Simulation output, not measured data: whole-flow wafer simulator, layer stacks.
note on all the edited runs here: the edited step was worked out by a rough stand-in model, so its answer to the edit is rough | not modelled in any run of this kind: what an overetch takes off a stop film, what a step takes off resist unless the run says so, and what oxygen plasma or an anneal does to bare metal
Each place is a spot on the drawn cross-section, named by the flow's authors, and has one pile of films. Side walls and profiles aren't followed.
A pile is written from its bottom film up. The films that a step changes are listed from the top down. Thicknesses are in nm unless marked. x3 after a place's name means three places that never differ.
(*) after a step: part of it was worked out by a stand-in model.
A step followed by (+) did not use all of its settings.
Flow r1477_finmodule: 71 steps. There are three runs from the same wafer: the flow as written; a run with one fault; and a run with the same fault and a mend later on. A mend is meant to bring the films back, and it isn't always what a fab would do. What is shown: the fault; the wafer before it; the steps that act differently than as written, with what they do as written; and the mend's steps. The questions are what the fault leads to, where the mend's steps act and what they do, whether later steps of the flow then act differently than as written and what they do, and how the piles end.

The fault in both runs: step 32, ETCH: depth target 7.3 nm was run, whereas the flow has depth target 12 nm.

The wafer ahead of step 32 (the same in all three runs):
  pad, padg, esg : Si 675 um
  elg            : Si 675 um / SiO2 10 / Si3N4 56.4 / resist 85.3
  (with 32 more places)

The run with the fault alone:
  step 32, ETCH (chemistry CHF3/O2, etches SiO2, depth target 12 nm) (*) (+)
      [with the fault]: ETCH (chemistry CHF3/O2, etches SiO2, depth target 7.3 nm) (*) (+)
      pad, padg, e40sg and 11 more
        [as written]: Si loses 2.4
        [with the fault]: Si loses 1.46
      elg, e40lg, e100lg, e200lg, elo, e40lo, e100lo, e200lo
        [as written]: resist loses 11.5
        [with the fault]: resist loses 7
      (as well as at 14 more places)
  Steps further on in the flow that do not act as written (4 other steps are not shown; they differ only slightly, by no more than 2% or 0.5 nm, whichever is larger):
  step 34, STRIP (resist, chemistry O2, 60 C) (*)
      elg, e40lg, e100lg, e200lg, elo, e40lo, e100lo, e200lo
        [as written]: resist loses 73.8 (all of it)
        [with the fault]: resist loses 78.3 (all of it)
  At the end the piles are close to the flow's at the places that both follow, differing by at most 2% or 0.5 nm, whichever is larger.

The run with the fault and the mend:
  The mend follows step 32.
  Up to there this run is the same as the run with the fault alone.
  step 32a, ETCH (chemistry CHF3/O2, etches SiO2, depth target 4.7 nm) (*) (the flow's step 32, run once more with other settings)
      pad, padg, e40sg and 11 more
        Si loses 0.94
      elg, e40lg, e100lg, e200lg, elo, e40lo, e100lo, e200lo
        resist loses 4.5
      s40sg_line, s45sg_line, s50sg_line, s40so_line, s45so_line, s50so_line
        SiO2 loses 4.7
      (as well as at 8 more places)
  Later steps of the flow that are run all act as written at every place that is followed, up to a difference of at most 2% or 0.5 nm, whichever is larger.
  At the end the piles are close to the flow's at the places that both follow, differing by at most 2% or 0.5 nm, whichever is larger.
